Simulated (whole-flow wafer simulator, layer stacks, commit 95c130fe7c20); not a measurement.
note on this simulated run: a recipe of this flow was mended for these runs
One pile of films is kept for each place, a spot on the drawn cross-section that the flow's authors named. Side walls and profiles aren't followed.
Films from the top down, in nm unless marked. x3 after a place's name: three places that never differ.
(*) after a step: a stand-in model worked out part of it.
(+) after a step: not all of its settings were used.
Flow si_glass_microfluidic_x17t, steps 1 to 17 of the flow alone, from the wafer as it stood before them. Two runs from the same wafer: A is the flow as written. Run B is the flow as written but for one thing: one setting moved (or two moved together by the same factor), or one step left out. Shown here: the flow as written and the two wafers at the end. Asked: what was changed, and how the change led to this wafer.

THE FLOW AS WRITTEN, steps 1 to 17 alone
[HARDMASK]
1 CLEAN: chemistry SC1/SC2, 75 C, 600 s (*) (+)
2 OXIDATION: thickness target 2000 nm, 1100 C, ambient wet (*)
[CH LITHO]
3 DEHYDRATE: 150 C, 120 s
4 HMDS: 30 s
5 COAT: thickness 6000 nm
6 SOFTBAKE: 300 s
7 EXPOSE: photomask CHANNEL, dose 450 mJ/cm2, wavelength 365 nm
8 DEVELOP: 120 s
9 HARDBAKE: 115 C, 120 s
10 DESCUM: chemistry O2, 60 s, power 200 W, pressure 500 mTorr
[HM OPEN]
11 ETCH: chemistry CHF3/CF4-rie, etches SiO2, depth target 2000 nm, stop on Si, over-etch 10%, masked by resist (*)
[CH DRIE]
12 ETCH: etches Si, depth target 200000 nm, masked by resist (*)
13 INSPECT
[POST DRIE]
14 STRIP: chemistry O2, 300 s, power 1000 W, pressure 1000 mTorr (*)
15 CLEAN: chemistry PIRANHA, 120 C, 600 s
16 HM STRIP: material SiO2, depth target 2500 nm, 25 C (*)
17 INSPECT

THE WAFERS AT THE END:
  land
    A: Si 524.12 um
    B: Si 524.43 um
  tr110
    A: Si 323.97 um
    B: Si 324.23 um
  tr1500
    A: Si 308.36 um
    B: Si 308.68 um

The cause: step 2, OXIDATION: thickness target 1280 nm was run, where the flow has thickness target 2000 nm.

How the change led to this, step by step:
  2 OXIDATION: thickness target 2000 nm, 1100 C, ambient wet (*)
      land, tr110, tr1500, tr15: A SiO2 +2000 (new film), chemical SiO2 -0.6 (all of it), Si -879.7 | B SiO2 +1280 (new film), chemical SiO2 -0.6 (all of it), Si -562.9
  11 ETCH: chemistry CHF3/CF4-rie, etches SiO2, depth target 2000 nm, stop on Si, over-etch 10%, masked by resist (*)
      tr110, tr1500, tr15: A SiO2 -2000 (all of it), Si -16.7 | B SiO2 -1280 (all of it), Si -76.7
      land: A thick-i-line-resist -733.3 | B thick-i-line-resist -469.3
  12 ETCH: etches Si, depth target 200000 nm, masked by resist (*)
      tr1500: A Si -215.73 um | B Si -215.68 um
      tr15: A Si -149.99 um | B Si -150.13 um
  14 STRIP: chemistry O2, 300 s, power 1000 W, pressure 1000 mTorr (*)
      land: A thick-i-line-resist -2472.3 (all of it) | B thick-i-line-resist -2737.1 (all of it)
  16 HM STRIP: material SiO2, depth target 2500 nm, 25 C (*)
      land: A SiO2 -2000 (all of it) | B SiO2 -1280 (all of it)
